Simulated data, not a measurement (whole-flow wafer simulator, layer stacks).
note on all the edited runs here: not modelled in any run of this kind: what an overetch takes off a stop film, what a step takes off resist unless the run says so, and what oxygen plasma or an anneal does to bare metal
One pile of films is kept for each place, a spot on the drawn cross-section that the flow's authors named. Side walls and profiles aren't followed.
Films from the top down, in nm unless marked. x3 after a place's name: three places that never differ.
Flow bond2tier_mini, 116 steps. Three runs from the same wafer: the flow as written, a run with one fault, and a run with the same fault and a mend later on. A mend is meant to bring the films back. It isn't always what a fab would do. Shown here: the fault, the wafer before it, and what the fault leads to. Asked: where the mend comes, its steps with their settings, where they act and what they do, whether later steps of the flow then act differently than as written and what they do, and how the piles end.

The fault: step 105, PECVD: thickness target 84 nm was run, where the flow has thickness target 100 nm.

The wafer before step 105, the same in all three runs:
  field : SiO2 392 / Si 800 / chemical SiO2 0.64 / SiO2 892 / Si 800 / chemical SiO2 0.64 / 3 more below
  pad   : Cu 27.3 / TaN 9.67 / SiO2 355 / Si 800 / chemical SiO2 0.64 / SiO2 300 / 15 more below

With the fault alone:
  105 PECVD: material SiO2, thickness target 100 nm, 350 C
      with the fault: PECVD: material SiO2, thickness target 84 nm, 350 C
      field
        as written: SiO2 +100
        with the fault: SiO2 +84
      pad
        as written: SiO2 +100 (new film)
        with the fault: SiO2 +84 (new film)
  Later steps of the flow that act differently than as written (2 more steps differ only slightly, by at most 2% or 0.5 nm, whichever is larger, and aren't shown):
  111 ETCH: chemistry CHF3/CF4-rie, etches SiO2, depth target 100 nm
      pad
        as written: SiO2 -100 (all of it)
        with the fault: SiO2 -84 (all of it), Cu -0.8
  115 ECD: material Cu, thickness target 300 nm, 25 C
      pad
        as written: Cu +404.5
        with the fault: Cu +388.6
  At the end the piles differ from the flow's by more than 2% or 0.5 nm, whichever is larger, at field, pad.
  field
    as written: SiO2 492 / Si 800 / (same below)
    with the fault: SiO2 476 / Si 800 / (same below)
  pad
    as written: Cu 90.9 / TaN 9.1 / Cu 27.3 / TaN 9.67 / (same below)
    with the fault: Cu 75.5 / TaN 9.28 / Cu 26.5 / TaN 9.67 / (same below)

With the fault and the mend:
  The mend comes after step 105.
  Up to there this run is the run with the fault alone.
  105a PECVD: material SiO2, thickness target 16 nm, 350 C (the flow's step 105 once more, with other settings)
      field, pad
        SiO2 +16
  No later step of the flow acts differently than as written at any place that is followed.
  At the end the piles are the same as the flow's at every place that both follow.
